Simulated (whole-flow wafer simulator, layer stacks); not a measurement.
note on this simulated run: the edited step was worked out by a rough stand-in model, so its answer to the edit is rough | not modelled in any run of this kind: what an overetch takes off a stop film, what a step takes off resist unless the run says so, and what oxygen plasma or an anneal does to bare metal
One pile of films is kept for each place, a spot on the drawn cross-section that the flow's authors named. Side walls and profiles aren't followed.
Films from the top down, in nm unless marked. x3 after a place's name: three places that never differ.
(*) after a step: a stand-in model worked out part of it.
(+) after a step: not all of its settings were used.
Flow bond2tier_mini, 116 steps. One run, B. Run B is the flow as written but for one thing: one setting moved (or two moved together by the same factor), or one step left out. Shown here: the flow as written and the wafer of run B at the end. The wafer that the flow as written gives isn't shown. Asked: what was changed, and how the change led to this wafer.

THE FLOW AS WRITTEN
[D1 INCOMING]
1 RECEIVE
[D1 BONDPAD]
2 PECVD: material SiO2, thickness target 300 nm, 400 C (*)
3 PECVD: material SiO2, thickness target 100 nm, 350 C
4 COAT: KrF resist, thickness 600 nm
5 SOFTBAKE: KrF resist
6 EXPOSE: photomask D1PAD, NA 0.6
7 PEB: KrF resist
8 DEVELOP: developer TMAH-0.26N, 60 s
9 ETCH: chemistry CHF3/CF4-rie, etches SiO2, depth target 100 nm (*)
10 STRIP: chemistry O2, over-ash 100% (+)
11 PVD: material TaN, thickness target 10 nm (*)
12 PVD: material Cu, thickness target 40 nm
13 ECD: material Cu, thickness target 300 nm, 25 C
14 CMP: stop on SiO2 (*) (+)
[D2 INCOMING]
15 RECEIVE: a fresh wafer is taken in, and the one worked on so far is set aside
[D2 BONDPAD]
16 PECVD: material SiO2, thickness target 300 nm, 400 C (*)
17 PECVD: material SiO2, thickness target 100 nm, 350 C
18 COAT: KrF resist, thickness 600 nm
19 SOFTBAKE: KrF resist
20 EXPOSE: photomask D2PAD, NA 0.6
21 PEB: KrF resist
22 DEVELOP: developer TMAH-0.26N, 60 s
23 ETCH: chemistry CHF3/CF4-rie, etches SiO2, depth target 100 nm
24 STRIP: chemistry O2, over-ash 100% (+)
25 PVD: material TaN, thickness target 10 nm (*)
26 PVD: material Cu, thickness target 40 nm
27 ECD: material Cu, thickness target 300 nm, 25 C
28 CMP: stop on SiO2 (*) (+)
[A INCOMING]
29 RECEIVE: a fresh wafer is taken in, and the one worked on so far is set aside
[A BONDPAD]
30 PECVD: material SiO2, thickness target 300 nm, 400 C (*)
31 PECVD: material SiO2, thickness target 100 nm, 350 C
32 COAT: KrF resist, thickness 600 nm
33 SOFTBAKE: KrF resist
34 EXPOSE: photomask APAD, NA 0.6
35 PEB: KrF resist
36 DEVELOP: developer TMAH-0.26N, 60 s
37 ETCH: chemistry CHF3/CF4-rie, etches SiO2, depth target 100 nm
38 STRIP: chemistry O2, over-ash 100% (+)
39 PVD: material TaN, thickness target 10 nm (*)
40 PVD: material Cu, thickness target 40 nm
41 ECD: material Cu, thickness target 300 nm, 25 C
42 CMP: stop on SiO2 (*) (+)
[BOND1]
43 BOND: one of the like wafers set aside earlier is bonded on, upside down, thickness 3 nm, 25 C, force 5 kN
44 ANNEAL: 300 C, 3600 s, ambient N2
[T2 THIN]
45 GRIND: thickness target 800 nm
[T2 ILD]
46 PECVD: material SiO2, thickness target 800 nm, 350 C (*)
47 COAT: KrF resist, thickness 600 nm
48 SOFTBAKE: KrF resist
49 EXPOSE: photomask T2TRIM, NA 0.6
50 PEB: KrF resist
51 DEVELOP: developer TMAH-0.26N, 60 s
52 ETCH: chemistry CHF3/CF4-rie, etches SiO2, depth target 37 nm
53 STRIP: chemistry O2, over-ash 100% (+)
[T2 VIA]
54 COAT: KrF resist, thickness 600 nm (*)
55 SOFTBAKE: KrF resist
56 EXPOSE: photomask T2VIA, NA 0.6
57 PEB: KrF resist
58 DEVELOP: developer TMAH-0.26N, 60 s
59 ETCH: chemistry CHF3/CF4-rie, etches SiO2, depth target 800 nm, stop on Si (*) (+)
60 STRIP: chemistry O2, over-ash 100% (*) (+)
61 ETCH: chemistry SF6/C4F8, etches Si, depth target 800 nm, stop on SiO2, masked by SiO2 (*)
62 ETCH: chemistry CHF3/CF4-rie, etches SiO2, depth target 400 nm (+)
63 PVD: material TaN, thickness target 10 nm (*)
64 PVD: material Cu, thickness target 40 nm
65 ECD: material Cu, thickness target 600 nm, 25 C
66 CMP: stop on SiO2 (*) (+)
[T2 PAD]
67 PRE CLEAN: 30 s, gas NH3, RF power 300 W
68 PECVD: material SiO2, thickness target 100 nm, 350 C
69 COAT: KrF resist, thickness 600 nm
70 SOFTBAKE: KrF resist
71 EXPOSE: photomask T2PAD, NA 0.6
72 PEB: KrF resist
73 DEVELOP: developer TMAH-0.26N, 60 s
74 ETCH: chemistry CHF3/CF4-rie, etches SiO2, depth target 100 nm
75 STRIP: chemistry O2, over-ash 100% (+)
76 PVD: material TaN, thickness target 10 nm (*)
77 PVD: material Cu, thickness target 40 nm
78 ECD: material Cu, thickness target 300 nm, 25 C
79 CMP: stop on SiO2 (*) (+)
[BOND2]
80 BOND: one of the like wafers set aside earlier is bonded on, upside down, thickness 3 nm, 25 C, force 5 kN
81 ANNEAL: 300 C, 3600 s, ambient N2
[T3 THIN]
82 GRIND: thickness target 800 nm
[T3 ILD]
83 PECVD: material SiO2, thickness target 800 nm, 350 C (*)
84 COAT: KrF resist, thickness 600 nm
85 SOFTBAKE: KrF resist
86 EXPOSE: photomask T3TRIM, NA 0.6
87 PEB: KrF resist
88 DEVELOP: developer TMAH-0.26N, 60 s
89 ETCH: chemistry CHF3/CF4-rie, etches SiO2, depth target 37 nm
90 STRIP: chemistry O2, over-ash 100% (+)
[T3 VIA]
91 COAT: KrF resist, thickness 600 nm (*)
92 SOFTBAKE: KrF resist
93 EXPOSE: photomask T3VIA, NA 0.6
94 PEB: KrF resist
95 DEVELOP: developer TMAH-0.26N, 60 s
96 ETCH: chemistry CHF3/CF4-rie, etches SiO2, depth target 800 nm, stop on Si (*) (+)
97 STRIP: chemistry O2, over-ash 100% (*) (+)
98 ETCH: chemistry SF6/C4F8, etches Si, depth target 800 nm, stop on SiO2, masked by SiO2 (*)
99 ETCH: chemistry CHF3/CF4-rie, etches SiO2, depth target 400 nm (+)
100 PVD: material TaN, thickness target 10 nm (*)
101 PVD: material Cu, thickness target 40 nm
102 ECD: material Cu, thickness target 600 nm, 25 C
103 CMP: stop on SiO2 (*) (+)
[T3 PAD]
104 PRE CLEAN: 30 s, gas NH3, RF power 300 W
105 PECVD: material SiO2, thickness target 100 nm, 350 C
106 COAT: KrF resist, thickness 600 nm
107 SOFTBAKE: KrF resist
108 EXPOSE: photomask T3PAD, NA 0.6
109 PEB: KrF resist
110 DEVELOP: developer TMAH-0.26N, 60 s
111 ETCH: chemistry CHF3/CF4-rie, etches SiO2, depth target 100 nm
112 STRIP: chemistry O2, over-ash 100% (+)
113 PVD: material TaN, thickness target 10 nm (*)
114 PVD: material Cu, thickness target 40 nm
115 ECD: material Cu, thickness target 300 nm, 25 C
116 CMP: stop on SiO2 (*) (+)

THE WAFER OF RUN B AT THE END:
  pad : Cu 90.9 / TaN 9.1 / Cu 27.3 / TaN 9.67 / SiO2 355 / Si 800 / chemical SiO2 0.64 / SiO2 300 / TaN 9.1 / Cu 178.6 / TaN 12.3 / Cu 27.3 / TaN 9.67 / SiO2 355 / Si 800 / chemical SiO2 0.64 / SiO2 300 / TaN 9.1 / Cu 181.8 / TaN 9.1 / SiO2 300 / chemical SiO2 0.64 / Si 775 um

The cause: step 76, PVD: thickness target 13.5 nm was run, where the flow has thickness target 10 nm.

How the change led to this, step by step:
  76 PVD: material TaN, thickness target 10 nm (*)
      field: TaN +13.5 (new film) (as written it would be: TaN +10 (new film))
      pad: TaN +12.3 (new film) (as written it would be: TaN +9.1 (new film))
  79 CMP: stop on SiO2 (*) (+)
      field: Cu -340 (all of it), TaN -13.5 (all of it) (as written it would be: Cu -340 (all of it), TaN -10 (all of it))
